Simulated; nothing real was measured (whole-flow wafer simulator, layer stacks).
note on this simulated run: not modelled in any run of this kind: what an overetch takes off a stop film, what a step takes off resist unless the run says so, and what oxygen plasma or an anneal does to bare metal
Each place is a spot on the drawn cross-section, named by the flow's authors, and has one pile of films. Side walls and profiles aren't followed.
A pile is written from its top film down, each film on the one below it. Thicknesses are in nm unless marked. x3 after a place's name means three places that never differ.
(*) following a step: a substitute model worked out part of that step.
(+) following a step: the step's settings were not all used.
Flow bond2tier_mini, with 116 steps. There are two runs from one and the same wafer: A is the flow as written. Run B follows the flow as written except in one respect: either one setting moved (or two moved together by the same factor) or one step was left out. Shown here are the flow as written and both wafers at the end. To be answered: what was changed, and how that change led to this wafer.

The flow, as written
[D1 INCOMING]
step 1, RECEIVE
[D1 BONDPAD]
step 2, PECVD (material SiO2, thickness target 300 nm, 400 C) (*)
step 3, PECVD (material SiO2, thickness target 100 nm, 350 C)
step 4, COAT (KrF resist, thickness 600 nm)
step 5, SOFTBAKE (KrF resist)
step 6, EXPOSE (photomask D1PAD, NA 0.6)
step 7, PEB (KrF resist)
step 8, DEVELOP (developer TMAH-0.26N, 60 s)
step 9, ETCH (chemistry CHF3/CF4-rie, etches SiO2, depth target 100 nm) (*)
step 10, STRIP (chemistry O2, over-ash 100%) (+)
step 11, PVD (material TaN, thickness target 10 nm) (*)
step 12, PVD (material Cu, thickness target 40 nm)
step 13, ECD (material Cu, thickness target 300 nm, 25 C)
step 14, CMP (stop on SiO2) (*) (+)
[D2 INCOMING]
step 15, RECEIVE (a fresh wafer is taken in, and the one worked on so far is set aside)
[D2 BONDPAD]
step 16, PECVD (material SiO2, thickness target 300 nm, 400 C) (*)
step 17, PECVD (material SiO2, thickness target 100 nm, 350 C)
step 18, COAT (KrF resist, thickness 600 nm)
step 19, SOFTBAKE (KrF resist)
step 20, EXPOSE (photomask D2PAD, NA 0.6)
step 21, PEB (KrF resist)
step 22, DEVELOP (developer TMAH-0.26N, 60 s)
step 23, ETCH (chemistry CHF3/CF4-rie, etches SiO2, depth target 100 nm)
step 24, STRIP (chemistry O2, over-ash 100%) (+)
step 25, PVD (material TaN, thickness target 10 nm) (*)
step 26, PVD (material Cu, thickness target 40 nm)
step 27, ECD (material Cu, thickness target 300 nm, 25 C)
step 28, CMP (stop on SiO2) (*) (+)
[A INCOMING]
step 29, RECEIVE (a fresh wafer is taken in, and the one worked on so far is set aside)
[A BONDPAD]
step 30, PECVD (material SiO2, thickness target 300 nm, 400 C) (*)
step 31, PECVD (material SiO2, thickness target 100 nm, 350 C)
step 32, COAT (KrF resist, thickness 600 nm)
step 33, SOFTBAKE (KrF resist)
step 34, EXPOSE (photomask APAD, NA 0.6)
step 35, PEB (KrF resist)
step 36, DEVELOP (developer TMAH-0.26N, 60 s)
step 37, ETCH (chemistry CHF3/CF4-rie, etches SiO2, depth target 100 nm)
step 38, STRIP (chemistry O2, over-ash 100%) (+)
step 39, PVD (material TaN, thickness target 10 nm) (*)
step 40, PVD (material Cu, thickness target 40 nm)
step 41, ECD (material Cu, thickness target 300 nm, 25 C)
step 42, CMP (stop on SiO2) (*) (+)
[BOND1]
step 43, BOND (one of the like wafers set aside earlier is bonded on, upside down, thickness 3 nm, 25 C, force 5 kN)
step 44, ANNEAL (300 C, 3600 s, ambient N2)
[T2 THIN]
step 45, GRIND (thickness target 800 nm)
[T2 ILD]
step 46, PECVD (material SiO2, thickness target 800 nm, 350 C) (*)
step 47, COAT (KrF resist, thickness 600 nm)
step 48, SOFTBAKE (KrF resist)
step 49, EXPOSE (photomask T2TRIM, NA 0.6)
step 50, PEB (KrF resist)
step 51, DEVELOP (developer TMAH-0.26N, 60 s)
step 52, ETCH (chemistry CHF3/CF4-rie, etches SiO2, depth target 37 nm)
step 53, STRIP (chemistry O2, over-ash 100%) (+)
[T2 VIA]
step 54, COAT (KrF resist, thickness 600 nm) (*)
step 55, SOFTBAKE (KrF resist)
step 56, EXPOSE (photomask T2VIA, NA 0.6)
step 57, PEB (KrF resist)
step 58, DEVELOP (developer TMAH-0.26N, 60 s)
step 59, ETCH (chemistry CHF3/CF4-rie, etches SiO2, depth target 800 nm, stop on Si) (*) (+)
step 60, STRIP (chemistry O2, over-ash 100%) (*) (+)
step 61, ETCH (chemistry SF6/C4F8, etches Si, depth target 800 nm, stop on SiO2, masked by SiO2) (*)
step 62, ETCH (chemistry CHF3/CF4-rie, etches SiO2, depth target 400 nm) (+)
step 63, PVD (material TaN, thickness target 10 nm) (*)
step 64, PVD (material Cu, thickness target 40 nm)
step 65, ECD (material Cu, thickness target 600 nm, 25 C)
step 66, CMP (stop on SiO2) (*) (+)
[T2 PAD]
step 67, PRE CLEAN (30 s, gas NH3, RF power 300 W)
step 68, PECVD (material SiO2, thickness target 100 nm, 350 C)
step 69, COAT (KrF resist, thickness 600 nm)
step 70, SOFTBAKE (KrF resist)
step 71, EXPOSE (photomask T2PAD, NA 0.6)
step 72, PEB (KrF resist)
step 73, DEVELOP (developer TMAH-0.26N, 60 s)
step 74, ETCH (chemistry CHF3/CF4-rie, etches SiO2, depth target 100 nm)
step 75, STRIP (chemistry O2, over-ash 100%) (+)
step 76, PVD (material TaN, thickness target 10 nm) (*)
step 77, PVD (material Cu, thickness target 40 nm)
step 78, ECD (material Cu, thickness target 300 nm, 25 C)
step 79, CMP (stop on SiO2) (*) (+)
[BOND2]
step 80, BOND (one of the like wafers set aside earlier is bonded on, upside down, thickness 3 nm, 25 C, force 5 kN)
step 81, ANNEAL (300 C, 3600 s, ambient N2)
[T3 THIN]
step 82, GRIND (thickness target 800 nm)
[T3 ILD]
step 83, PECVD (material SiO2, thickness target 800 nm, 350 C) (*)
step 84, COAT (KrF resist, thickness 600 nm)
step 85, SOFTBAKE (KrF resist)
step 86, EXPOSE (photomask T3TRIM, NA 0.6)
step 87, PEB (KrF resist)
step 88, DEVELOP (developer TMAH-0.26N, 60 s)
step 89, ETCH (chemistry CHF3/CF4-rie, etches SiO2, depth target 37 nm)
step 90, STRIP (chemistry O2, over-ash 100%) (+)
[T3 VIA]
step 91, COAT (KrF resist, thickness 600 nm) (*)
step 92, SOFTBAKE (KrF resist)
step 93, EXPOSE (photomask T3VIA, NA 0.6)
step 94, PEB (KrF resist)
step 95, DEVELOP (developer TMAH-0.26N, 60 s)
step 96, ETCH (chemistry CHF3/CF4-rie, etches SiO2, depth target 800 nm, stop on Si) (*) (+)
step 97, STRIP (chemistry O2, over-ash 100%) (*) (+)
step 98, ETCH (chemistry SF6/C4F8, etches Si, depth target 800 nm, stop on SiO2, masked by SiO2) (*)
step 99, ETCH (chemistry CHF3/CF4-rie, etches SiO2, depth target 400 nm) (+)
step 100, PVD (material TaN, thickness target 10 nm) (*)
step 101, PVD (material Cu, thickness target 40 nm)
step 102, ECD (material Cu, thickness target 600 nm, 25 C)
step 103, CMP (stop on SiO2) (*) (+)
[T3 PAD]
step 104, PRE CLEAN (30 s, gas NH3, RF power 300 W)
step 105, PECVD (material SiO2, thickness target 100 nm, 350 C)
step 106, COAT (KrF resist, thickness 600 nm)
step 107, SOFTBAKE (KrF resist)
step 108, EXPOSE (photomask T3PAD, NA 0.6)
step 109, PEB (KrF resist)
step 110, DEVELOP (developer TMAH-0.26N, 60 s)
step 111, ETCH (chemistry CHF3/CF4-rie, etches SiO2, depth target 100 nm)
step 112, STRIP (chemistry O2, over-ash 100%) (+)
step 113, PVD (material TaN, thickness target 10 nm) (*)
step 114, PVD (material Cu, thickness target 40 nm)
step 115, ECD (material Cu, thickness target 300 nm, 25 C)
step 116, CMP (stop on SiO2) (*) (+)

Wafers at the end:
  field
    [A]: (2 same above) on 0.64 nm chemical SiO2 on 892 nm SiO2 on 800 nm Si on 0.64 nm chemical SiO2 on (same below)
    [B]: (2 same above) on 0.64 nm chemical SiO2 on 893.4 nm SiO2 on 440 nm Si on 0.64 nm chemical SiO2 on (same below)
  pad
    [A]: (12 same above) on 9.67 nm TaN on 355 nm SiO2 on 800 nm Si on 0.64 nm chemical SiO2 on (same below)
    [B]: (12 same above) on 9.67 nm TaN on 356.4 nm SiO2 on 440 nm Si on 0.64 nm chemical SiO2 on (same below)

What caused this: step 45, GRIND: thickness target 440 nm was run, while the flow as written has thickness target 800 nm.
The wafer lets one read it off: field has Si 440, and step 45 as written asks for 800 nm.

How this came from the change, step by step:
  step 45, GRIND (thickness target 800 nm)
      field, pad, via: A -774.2 um Si | B -774.56 um Si
  step 61, ETCH (chemistry SF6/C4F8, etches Si, depth target 800 nm, stop on SiO2, masked by SiO2) (*)
      field, pad: A -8 SiO2 | B -6.6 SiO2
